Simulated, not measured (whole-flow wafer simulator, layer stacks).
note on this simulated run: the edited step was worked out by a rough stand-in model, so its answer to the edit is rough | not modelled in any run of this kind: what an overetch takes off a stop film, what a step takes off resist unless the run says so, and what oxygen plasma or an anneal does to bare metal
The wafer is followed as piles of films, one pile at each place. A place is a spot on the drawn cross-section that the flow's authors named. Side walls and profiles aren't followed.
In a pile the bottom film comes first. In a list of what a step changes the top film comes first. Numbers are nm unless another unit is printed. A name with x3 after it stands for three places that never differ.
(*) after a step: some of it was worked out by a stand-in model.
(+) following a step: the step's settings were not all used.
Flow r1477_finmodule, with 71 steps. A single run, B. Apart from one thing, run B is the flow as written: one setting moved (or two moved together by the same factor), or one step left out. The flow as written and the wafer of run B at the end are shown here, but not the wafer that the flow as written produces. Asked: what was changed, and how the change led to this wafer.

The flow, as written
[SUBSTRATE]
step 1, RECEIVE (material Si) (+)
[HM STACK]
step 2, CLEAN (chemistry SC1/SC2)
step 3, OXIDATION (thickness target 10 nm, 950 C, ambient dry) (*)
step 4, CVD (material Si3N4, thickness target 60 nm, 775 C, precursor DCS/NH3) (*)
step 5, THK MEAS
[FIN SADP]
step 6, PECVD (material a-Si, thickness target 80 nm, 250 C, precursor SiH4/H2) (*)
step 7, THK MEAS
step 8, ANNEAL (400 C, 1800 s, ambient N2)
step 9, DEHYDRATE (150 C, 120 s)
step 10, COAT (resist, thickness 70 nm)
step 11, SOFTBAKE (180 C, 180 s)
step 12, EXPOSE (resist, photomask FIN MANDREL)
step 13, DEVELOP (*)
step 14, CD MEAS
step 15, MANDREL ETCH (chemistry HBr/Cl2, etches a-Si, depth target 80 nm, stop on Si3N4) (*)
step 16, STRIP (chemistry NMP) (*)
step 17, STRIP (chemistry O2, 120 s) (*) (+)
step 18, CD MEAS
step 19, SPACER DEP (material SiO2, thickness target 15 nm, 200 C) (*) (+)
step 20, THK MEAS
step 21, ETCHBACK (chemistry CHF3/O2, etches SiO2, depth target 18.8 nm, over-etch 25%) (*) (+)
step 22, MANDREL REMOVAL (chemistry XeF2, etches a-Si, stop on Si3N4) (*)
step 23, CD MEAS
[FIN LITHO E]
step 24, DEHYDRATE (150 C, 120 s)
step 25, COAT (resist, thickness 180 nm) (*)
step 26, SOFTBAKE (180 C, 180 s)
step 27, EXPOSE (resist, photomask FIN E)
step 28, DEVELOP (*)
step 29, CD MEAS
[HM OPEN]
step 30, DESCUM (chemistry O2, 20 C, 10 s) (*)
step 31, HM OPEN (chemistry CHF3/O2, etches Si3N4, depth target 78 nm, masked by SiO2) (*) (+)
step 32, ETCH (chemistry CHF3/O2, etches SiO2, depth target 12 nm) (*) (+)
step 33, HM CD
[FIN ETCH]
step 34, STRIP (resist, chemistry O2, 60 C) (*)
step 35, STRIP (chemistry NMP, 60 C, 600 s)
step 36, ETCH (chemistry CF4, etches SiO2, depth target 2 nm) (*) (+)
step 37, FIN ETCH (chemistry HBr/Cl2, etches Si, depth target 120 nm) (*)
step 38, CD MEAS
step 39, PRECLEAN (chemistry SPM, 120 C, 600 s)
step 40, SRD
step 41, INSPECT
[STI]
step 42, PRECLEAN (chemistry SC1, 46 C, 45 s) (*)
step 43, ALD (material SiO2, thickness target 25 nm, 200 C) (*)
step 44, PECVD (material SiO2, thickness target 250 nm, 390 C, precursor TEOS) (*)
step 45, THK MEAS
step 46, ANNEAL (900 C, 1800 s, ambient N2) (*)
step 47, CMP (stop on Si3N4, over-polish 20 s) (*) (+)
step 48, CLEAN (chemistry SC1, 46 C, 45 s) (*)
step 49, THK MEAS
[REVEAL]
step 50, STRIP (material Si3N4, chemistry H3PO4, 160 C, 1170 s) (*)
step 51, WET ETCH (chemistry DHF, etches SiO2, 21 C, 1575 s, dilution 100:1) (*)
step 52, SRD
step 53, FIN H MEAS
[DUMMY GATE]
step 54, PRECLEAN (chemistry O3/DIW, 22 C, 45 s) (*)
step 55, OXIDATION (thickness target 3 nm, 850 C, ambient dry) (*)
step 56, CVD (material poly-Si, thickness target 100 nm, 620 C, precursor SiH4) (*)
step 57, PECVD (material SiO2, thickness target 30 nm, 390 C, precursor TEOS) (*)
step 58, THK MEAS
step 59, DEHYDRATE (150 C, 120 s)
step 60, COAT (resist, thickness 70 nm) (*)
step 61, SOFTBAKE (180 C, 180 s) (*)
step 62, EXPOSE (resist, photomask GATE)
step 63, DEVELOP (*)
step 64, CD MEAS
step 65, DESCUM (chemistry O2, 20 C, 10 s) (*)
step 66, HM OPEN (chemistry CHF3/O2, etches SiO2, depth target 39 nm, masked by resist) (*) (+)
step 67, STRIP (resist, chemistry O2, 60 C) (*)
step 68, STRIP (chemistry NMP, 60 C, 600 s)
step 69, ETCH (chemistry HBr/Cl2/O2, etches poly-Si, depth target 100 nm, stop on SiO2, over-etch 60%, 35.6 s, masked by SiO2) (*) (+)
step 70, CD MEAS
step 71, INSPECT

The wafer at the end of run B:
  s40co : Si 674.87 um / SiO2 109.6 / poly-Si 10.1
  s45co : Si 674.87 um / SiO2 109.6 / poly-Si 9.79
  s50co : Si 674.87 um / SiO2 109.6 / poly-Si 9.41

The reason: step 56, CVD: thickness target 157.9 nm was run, while the flow as written has thickness target 100 nm.

Step by step, how the change led to this:
  step 56, CVD (material poly-Si, thickness target 100 nm, 620 C, precursor SiH4) (*)
      pad, padg, elg and 26 more: poly-Si gains 157.9 (new film) (it would be, as written: poly-Si gains 100 (new film))
      s40cg, s40co: poly-Si gains 172.6 (new film) (it would be, as written: poly-Si gains 113.9 (new film))
      (also at 5 further places)
  step 67, STRIP (resist, chemistry O2, 60 C) (*)
      s40cg: resist loses 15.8 (all of it) (it would be, as written: resist loses 16.5 (all of it))
      s45cg: resist loses 16.1 (all of it) (it would be, as written: resist loses 16.9 (all of it))
      (also at 1 further place)
  step 69, ETCH (chemistry HBr/Cl2/O2, etches poly-Si, depth target 100 nm, stop on SiO2, over-etch 60%, 35.6 s, masked by SiO2) (*) (+)
      pad, eso, e40so, e100so, e200so, s40so, s45so, s50so: chemical SiO2 loses 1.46 (all of it), poly-Si loses 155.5 (all of it) (it would be, as written: chemical SiO2 loses 1.46 (all of it), poly-Si loses 97.6 (all of it), SiO2 loses 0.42)
      elo, e40lo, e100lo, e200lo: chemical SiO2 loses 1.46 (all of it), poly-Si loses 155.5 (all of it) (it would be, as written: chemical SiO2 loses 1.46 (all of it), poly-Si loses 97.6 (all of it), Si3N4 loses 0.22)
      (also at 6 further places)
